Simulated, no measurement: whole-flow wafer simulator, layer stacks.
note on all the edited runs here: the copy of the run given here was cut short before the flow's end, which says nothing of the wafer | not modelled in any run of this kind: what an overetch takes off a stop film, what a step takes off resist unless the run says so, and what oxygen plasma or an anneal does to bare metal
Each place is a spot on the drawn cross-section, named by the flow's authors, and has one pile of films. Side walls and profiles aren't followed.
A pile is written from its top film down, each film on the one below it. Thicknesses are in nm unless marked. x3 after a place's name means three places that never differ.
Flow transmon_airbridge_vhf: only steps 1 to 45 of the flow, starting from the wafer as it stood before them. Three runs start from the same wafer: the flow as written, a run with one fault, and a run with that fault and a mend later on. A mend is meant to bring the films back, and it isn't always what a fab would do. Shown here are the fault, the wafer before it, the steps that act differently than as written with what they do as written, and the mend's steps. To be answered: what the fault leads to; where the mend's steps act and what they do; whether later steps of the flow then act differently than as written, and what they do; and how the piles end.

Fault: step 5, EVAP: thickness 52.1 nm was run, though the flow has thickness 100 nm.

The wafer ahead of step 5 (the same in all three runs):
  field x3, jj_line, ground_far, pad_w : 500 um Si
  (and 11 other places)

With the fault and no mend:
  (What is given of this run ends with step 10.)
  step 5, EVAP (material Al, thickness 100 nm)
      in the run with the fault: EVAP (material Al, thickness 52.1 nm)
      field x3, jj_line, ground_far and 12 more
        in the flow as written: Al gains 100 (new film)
        in the run with the fault: Al gains 52.1 (new film)
  Later steps of the flow up to step 10 that are run all act as written at every place that is followed.
  Once step 10 is done, the piles at field x3, jj_line, ground_far and 12 more depart from the flow's by more than 2% or 0.5 nm, whichever is larger.
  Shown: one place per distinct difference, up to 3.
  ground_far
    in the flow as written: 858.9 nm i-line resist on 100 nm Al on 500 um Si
    in the run with the fault: 858.9 nm i-line resist on 52.1 nm Al on 500 um Si
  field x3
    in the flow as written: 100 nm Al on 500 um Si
    in the run with the fault: 52.1 nm Al on 500 um Si

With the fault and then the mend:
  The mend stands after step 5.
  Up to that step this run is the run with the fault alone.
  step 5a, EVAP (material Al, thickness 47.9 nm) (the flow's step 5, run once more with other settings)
      field x3, jj_line, ground_far and 12 more
        Al gains 47.9
  Later steps of the flow that are run all act as written at every place that is followed.
  At every place that both follow, the piles at the end match the flow's.
